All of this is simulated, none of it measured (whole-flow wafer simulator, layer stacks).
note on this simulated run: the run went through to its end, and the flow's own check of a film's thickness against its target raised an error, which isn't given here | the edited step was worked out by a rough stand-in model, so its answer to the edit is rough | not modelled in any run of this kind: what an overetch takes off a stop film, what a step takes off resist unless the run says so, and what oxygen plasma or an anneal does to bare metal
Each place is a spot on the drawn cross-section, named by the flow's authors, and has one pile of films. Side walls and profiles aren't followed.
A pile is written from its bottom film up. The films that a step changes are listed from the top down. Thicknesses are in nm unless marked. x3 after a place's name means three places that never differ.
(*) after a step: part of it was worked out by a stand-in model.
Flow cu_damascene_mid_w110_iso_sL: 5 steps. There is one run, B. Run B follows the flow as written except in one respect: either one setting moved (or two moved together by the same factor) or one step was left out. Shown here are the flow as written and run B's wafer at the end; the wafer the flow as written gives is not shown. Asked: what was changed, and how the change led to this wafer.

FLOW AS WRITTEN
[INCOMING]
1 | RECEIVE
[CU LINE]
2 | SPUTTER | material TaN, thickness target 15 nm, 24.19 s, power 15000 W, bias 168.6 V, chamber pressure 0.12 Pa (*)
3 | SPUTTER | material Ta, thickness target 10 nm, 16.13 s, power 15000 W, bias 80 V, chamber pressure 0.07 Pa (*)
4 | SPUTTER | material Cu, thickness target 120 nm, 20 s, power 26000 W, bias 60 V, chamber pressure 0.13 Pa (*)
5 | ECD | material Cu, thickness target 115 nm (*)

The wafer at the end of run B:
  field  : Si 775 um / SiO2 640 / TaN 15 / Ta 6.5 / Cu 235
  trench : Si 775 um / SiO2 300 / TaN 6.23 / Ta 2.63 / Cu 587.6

What caused this: step 3, SPUTTER: thickness target 6.5 nm was run, while the flow as written has thickness target 10 nm; step 3, SPUTTER: 10.48 s was run, where the flow has 16.13 s.
The wafer itself shows it: field has Ta 6.5, and step 3 as written asks for 10 nm.

The path from the change to this, step by step:
  3 | SPUTTER | material Ta, thickness target 10 nm, 16.13 s, power 15000 W, bias 80 V, chamber pressure 0.07 Pa (*)
      field: +6.5 Ta (new film) (it would be, as written: +10 Ta (new film))
      trench: +2.63 Ta (new film) (it would be, as written: +4.05 Ta (new film))
